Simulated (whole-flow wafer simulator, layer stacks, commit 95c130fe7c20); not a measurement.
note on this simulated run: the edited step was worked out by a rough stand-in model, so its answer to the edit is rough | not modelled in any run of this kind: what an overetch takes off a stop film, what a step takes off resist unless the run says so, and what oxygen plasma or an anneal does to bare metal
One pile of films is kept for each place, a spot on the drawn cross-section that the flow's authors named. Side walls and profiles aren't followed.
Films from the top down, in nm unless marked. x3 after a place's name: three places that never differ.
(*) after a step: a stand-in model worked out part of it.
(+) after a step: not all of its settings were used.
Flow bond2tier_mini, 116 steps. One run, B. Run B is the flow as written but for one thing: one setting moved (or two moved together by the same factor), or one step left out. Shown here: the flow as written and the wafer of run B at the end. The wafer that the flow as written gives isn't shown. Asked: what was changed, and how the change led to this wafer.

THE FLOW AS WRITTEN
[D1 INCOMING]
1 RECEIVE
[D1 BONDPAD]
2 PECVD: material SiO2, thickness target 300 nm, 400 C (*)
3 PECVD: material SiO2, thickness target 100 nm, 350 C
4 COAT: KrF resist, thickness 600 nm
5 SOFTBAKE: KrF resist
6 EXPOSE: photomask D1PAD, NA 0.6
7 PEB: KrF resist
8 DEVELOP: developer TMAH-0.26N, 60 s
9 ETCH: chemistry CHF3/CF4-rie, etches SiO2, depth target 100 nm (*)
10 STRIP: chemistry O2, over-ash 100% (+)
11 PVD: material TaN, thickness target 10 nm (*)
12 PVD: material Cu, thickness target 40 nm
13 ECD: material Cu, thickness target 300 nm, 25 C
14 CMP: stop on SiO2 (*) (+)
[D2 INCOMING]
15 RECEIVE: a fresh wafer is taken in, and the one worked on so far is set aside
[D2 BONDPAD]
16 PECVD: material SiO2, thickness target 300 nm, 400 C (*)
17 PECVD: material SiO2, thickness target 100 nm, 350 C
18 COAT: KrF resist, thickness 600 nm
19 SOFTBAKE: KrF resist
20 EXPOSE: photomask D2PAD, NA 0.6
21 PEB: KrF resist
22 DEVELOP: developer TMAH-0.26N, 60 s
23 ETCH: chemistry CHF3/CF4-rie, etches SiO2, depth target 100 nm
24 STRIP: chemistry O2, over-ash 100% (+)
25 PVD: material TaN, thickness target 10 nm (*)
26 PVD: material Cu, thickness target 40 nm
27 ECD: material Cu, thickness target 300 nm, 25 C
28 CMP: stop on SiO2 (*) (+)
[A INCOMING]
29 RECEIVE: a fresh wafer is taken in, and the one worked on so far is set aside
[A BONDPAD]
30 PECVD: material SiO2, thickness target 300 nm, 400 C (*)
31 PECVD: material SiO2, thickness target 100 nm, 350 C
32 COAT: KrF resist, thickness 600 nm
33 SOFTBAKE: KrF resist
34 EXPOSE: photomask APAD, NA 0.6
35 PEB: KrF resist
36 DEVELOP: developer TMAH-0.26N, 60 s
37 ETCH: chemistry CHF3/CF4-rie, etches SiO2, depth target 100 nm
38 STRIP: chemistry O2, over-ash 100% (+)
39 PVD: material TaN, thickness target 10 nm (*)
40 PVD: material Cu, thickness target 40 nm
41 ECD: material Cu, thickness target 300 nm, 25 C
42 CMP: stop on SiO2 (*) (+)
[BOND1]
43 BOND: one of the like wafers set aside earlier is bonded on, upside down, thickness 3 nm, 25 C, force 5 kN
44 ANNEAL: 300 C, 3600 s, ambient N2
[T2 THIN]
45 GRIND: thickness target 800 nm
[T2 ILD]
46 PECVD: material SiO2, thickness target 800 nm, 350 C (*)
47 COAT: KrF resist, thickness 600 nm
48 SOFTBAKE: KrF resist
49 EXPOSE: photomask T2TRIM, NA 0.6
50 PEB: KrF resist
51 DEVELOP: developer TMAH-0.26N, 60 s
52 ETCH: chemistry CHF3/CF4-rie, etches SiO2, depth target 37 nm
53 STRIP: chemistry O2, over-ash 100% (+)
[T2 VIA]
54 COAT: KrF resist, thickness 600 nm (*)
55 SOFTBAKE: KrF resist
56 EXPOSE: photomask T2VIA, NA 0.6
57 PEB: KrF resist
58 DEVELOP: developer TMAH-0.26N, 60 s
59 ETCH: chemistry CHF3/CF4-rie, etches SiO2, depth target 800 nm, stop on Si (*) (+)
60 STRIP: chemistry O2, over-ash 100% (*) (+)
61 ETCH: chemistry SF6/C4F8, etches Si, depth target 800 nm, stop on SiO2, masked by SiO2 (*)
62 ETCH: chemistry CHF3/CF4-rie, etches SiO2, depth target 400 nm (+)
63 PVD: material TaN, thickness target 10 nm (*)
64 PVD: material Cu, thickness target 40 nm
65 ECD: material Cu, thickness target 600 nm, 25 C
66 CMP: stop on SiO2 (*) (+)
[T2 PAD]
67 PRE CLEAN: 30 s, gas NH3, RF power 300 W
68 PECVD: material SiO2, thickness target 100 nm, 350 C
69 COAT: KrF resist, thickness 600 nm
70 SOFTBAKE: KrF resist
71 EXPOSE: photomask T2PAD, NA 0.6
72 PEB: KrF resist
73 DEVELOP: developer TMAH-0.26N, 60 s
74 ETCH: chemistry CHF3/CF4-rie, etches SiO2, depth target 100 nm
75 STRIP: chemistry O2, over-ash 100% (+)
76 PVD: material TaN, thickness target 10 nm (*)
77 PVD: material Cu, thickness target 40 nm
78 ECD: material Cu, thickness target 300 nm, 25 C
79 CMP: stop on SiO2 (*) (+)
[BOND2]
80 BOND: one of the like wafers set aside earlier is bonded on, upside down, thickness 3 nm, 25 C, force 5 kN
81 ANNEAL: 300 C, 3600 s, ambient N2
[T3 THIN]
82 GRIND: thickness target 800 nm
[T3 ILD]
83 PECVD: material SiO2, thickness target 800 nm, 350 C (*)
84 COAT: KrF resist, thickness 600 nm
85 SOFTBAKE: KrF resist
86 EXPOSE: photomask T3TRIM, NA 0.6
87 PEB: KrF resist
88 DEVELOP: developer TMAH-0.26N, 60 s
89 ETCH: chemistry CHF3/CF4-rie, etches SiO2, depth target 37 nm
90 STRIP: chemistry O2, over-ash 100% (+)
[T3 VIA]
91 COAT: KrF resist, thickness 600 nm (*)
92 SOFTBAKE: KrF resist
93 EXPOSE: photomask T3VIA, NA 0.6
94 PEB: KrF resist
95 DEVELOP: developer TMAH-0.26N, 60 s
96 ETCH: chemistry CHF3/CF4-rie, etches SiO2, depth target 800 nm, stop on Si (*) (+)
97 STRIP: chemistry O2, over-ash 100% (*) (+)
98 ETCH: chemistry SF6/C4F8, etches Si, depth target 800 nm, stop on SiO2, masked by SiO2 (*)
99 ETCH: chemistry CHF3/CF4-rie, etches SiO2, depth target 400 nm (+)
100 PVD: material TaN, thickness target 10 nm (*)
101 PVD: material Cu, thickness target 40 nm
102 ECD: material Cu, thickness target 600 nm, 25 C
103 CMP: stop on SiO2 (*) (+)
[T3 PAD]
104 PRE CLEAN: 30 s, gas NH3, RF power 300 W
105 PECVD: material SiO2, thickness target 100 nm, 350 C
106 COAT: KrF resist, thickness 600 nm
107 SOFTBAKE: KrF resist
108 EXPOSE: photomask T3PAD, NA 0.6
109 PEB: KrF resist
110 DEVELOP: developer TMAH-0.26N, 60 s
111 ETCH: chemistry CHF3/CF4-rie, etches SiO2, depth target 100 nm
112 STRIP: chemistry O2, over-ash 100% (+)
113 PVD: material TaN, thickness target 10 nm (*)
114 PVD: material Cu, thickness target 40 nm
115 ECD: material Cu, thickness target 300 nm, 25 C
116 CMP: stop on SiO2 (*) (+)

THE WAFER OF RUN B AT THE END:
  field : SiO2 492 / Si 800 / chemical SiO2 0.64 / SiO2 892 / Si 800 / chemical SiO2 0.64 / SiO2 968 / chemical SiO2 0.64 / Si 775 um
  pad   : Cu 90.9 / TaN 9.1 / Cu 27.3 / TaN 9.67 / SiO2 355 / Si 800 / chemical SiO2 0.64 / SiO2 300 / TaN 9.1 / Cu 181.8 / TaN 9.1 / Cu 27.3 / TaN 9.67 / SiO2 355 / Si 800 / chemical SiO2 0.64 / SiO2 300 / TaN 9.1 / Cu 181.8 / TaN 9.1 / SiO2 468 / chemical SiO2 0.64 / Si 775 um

The cause: step 30, PECVD: thickness target 468 nm was run, where the flow has thickness target 300 nm.
It can be read off the wafer: pad has SiO2 468, and step 30 as written asks for 300 nm.

How the change led to this, step by step:
  30 PECVD: material SiO2, thickness target 300 nm, 400 C (*)
      field, pad, via: SiO2 +468 (new film) (as written it would be: SiO2 +300 (new film))
